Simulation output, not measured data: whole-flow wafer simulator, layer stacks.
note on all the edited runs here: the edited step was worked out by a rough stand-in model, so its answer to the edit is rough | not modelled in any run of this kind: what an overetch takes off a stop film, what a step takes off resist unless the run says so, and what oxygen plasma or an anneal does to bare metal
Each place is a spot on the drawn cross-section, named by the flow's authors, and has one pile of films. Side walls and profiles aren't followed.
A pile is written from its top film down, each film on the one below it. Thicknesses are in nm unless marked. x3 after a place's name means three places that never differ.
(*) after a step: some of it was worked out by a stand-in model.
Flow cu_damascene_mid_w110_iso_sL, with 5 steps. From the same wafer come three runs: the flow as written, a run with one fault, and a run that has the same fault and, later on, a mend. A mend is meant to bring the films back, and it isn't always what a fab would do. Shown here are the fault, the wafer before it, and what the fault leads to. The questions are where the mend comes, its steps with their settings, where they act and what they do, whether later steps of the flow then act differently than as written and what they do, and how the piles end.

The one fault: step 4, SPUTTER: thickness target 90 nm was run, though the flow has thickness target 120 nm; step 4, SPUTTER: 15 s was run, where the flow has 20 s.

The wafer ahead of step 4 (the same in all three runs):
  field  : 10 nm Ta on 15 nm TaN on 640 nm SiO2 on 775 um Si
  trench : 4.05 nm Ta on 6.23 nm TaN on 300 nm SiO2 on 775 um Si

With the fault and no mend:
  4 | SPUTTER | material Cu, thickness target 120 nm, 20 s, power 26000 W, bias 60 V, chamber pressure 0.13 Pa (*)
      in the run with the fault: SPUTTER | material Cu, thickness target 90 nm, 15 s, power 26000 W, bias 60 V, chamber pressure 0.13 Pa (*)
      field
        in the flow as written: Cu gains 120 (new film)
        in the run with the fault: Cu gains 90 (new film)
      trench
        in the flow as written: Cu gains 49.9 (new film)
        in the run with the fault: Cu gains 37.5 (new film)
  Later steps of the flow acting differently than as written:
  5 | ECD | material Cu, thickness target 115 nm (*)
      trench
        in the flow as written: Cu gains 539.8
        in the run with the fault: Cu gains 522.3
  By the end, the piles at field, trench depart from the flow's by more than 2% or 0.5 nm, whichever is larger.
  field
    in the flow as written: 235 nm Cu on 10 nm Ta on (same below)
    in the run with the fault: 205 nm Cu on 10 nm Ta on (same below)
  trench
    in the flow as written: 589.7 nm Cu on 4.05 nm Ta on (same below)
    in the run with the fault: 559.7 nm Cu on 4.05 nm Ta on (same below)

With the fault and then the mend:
  The mend follows step 4.
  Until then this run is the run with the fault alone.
  4a | SPUTTER | material Cu, thickness target 30 nm, 5 s, power 26000 W, bias 60 V, chamber pressure 0.13 Pa (*) (a further turn of the flow's step 4, with different settings)
      field
        Cu gains 30
      trench
        Cu gains 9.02
  Later steps of the flow that are run all act as written at every place that is followed, up to a difference of at most 2% or 0.5 nm, whichever is larger.
  The piles end the same as the flow's at every place that both follow.
